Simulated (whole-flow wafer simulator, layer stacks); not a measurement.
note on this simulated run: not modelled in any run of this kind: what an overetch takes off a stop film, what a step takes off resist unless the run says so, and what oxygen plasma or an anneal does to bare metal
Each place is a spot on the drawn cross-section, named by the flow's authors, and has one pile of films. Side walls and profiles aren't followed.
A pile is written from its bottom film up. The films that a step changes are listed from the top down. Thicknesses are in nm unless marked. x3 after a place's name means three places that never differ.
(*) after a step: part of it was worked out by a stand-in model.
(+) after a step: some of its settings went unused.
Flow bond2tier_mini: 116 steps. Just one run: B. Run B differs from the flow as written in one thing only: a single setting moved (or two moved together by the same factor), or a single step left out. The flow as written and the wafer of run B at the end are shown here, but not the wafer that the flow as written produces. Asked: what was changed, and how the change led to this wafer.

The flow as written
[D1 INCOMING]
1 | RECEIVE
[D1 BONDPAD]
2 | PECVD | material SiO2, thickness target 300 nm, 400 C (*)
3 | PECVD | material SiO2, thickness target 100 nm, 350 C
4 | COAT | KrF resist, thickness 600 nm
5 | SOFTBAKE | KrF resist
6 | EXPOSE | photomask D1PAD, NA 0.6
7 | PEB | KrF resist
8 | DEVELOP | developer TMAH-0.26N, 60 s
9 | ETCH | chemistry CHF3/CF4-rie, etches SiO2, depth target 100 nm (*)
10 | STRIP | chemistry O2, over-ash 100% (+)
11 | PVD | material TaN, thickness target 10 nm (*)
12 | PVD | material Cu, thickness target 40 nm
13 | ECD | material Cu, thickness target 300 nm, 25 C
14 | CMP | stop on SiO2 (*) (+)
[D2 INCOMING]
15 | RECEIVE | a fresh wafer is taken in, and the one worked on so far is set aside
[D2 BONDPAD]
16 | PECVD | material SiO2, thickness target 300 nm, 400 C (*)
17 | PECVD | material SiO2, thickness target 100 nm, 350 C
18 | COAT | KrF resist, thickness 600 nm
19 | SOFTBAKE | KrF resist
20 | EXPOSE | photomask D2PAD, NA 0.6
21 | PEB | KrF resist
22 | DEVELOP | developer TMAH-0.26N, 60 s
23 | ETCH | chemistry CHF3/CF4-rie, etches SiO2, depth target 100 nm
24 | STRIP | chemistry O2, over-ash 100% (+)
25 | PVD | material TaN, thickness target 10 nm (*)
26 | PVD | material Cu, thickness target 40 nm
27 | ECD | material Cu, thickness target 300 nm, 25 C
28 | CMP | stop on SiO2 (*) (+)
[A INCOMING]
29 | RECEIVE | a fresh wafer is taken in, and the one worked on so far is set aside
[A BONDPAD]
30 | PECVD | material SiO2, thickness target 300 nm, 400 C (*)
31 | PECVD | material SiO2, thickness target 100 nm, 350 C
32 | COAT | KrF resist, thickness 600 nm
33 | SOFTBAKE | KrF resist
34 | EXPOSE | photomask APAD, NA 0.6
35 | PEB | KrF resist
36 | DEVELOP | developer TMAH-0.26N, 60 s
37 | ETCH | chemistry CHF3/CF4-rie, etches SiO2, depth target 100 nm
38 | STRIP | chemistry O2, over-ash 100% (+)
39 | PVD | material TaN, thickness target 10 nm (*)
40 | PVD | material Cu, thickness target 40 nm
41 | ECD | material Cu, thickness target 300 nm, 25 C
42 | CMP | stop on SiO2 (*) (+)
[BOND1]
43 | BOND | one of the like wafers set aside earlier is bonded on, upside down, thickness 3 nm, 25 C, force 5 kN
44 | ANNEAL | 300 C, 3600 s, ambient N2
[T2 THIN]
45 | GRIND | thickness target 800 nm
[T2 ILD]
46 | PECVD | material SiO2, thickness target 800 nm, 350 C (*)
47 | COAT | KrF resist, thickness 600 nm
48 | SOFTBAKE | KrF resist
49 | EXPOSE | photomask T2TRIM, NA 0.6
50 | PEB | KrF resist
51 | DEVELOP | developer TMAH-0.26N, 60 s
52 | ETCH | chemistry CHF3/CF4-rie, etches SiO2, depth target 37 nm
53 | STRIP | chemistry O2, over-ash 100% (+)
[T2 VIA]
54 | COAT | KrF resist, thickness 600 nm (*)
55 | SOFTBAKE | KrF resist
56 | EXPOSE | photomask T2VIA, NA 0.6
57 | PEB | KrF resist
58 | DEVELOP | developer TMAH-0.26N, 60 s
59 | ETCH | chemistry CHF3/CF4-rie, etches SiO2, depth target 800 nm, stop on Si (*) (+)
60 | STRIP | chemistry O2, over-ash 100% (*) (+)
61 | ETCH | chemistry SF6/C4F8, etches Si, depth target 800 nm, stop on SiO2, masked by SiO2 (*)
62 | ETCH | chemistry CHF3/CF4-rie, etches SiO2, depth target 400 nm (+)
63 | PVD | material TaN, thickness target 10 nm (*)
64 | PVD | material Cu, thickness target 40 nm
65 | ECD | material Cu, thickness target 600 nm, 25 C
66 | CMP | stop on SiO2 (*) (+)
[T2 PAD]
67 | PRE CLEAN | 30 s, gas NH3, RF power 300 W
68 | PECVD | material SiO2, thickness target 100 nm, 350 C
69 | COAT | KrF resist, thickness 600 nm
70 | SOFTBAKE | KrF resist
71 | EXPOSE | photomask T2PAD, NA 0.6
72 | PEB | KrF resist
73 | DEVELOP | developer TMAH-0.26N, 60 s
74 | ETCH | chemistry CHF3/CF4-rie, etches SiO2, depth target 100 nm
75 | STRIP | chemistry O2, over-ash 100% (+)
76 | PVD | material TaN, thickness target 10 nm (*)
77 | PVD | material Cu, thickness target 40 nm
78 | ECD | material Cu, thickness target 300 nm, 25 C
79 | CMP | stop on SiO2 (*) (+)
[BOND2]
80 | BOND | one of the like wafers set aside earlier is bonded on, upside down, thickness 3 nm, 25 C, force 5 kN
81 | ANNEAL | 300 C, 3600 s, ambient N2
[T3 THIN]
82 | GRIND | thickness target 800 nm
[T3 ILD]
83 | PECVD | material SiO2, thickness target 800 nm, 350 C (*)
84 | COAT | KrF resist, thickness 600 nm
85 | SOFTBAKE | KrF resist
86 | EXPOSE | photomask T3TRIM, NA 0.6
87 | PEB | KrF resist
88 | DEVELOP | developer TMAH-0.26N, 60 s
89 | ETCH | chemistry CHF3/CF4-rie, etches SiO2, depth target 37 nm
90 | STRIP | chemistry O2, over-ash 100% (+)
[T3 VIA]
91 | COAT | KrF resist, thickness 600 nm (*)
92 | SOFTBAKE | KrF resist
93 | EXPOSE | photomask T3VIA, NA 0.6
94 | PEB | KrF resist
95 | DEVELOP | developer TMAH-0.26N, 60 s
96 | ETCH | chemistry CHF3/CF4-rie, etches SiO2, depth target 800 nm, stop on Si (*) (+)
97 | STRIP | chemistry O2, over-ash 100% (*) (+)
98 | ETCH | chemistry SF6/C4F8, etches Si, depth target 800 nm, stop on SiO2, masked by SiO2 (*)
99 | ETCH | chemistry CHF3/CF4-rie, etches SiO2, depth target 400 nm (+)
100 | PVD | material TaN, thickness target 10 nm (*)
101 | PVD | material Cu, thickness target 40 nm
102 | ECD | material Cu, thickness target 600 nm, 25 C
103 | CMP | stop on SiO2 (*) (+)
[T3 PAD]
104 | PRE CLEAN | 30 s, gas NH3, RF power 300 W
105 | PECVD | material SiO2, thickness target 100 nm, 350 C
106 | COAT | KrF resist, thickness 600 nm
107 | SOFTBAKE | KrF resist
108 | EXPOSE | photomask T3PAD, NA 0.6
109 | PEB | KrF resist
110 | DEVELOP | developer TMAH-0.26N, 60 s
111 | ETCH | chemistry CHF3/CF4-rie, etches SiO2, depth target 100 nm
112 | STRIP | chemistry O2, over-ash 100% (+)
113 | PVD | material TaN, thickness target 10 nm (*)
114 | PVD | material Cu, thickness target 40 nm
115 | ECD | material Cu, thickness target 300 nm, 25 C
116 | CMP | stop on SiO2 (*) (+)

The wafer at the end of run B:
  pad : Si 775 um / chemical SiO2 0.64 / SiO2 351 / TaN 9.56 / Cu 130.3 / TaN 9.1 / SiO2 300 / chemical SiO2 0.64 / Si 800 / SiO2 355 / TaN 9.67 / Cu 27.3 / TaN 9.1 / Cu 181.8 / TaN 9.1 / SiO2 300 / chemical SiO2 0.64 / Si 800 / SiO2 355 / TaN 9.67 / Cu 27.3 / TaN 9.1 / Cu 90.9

The reason: step 37, ETCH: depth target 49 nm was run, though the flow has depth target 100 nm.

How this came from the change, step by step:
  37 | ETCH | chemistry CHF3/CF4-rie, etches SiO2, depth target 100 nm
      pad, via: SiO2 loses 49 (in the flow as written it would be: SiO2 loses 100)
      field: KrF resist loses 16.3 (in the flow as written it would be: KrF resist loses 33.3)
  38 | STRIP | chemistry O2, over-ash 100% (+)
      field: KrF resist loses 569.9 (all of it) (in the flow as written it would be: KrF resist loses 552.9 (all of it))
  40 | PVD | material Cu, thickness target 40 nm
      pad: Cu gains 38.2 (new film) (in the flow as written it would be: Cu gains 36.4 (new film))
  41 | ECD | material Cu, thickness target 300 nm, 25 C
      pad: Cu gains 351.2 (in the flow as written it would be: Cu gains 404.5)
      via: Cu gains 349 (in the flow as written it would be: Cu gains 400.2)
